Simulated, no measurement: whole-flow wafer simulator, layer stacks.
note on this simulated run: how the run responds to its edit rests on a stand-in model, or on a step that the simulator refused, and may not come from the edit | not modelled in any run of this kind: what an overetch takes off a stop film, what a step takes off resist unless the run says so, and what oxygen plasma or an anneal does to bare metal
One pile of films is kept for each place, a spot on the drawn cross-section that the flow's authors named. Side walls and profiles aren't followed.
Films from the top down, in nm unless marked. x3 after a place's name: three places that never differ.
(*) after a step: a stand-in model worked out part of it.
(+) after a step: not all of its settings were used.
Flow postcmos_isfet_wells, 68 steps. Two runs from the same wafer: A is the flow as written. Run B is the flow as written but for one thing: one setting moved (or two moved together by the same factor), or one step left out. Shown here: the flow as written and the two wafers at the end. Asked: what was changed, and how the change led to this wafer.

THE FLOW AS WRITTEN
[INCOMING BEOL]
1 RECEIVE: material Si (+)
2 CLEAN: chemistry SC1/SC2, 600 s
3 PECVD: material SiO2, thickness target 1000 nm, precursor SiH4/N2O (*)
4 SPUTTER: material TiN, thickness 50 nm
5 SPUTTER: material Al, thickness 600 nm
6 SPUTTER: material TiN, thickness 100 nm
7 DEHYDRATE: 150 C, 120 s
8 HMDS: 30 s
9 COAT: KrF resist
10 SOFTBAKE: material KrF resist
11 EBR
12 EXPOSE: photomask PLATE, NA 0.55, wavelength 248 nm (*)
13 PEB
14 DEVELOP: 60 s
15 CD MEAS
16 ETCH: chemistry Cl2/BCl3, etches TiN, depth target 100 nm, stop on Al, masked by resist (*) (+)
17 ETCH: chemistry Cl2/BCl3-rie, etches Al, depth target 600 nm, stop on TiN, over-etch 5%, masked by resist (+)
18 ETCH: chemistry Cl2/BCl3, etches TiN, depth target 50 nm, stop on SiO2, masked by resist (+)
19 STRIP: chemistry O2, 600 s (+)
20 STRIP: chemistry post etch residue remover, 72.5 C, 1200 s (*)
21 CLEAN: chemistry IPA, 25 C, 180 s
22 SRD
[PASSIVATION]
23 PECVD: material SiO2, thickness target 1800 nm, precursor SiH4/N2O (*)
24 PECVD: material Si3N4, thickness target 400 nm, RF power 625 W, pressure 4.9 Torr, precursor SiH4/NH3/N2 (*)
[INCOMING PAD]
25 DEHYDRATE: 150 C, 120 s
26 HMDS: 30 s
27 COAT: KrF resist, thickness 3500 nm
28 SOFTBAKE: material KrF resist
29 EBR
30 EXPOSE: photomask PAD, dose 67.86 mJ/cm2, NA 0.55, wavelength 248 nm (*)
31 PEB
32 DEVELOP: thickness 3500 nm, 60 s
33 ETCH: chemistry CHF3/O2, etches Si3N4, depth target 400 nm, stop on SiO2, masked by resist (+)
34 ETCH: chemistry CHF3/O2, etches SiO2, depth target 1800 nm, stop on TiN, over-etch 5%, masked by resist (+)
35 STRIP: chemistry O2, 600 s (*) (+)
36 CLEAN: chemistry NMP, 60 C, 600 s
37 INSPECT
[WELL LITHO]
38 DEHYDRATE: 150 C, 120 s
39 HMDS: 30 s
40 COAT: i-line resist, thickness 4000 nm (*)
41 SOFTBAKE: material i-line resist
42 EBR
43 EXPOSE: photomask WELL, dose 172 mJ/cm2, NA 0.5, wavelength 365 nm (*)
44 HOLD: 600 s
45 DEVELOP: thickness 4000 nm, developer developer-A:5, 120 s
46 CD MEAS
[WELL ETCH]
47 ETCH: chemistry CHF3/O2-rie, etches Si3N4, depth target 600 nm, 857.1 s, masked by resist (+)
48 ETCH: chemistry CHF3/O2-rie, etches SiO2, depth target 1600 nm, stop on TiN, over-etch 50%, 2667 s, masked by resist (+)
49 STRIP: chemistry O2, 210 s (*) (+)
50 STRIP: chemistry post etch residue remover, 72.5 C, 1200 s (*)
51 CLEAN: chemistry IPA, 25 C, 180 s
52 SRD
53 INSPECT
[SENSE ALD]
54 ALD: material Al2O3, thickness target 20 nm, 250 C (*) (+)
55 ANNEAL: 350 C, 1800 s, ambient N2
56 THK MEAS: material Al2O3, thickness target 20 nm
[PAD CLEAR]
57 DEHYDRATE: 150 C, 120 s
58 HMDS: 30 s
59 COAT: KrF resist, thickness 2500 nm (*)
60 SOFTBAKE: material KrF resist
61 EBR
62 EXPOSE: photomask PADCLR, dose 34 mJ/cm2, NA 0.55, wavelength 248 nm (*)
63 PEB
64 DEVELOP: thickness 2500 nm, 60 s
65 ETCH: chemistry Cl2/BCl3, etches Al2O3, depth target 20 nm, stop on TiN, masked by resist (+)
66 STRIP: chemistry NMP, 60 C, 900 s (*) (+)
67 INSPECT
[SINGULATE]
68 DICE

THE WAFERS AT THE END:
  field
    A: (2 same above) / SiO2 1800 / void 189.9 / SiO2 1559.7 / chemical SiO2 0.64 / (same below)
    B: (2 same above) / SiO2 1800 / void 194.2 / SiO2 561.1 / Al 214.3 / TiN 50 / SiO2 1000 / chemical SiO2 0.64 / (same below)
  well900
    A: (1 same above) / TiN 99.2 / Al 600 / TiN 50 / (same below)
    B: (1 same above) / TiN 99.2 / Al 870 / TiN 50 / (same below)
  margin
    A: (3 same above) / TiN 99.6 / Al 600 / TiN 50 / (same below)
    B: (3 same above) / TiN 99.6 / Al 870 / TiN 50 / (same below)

The cause: step 5, SPUTTER: thickness 870 nm was run, where the flow has thickness 600 nm.
It can be read off the wafer: well900 has Al 870, and step 5 as written asks for 600 nm.

How the change led to this, step by step:
  5 SPUTTER: material Al, thickness 600 nm
      field, margin, well900, well1300 x3, pad_rim, pad_clr, pad_open: A Al +600 (new film) | B Al +870 (new film)
  17 ETCH: chemistry Cl2/BCl3-rie, etches Al, depth target 600 nm, stop on TiN, over-etch 5%, masked by resist (+)
      field: A Al -600 (all of it) | B Al -600
  18 ETCH: chemistry Cl2/BCl3, etches TiN, depth target 50 nm, stop on SiO2, masked by resist (+)
      field: A TiN -50 (all of it) | B Al -50
  20 STRIP: chemistry post etch residue remover, 72.5 C, 1200 s (*)
      field: A nothing | B Al -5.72
  23 PECVD: material SiO2, thickness target 1800 nm, precursor SiH4/N2O (*)
      field: A SiO2 +1800 (new film), void +189.9 (new film), SiO2 +559.7 | B SiO2 +1800 (new film), void +194.2 (new film), SiO2 +561.1 (new film)
Counting metal films that touch as one body, field has 1 body; the flow as written gives 0 bodies.
